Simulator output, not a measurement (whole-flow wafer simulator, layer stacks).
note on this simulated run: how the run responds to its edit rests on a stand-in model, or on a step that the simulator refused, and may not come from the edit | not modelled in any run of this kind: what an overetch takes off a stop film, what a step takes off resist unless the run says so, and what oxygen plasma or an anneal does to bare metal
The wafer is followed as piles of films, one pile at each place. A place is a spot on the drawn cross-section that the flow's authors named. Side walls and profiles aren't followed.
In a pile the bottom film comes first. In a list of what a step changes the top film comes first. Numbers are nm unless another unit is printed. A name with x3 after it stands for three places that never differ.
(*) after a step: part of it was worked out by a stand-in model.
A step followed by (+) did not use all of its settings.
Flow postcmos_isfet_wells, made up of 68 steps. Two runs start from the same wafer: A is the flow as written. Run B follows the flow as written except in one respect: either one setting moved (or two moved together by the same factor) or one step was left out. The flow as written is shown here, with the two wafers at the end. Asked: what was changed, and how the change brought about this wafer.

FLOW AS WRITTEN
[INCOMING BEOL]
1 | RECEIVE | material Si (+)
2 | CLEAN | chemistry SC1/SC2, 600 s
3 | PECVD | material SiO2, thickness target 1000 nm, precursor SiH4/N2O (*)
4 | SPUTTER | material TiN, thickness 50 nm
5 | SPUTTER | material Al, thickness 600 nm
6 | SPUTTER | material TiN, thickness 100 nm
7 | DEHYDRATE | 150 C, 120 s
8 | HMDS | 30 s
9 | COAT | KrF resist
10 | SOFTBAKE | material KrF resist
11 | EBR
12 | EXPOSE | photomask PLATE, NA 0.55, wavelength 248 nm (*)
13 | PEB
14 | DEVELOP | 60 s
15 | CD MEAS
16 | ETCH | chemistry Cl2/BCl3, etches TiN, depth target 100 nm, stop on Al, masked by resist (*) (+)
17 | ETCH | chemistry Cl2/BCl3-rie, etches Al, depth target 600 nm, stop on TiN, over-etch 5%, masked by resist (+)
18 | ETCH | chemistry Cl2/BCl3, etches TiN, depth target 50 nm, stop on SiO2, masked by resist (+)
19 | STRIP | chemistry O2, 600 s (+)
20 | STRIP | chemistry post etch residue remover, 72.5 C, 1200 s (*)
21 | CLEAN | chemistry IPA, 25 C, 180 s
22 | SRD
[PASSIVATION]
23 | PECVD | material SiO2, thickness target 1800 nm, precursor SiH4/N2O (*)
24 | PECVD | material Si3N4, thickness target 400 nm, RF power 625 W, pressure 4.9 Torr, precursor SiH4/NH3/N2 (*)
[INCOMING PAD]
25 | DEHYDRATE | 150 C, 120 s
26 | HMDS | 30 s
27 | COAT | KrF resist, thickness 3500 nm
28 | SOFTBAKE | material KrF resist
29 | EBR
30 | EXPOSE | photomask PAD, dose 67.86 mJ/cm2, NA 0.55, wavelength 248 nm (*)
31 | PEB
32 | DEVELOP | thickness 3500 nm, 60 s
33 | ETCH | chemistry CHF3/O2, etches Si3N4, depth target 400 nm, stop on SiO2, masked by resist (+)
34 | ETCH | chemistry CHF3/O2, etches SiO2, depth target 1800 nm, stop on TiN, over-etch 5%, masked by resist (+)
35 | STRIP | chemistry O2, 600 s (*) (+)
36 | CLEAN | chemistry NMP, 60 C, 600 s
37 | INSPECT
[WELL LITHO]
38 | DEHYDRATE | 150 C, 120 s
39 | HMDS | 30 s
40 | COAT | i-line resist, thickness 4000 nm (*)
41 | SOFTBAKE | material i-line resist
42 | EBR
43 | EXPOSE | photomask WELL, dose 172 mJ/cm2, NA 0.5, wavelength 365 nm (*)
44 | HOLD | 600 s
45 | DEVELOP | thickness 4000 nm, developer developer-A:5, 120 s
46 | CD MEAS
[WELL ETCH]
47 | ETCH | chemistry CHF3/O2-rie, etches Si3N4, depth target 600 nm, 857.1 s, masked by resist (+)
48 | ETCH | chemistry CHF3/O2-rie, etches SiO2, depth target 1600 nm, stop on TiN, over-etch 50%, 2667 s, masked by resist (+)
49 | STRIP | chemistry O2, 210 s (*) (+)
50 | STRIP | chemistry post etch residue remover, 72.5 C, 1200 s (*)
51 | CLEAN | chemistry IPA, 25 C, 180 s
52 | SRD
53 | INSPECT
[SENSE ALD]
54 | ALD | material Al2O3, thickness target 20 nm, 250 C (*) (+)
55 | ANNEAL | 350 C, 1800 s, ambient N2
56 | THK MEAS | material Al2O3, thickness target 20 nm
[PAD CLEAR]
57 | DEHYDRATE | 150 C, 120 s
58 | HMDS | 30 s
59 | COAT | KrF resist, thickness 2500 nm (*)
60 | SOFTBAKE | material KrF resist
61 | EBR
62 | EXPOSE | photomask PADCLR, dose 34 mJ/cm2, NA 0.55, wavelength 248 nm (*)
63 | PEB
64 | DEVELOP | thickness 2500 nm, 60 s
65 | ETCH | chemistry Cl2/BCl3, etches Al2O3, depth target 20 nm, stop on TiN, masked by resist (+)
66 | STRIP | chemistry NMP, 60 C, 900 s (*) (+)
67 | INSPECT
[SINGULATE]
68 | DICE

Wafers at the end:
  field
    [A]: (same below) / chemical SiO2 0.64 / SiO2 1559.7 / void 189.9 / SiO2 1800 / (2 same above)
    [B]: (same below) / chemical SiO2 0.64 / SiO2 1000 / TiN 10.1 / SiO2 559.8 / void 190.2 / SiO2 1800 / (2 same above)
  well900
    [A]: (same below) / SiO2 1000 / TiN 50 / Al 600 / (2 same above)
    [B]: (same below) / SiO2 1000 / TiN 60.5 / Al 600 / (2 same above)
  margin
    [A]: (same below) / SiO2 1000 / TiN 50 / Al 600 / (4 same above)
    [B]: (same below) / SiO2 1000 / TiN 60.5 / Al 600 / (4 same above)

Cause: step 4, SPUTTER: thickness 60.5 nm was run, though the flow has thickness 50 nm.
The wafer lets one read it off: well900 has TiN 60.5, and step 4 as written asks for 50 nm.

The path from the change to this, step by step:
  4 | SPUTTER | material TiN, thickness 50 nm
      field, margin, well900, well1300 x3, pad_rim, pad_clr, pad_open: A TiN gains 50 (new film) | B TiN gains 60.5 (new film)
  18 | ETCH | chemistry Cl2/BCl3, etches TiN, depth target 50 nm, stop on SiO2, masked by resist (+)
      field: A TiN loses 50 (all of it) | B TiN loses 50
  23 | PECVD | material SiO2, thickness target 1800 nm, precursor SiH4/N2O (*)
      field: A SiO2 gains 1800 (new film), void gains 189.9 (new film), SiO2 gains 559.7 | B SiO2 gains 1800 (new film), void gains 190.2 (new film), SiO2 gains 559.8 (new film)
If metal films that touch count as one body, field has 1 body; the flow as written gives 0 bodies.
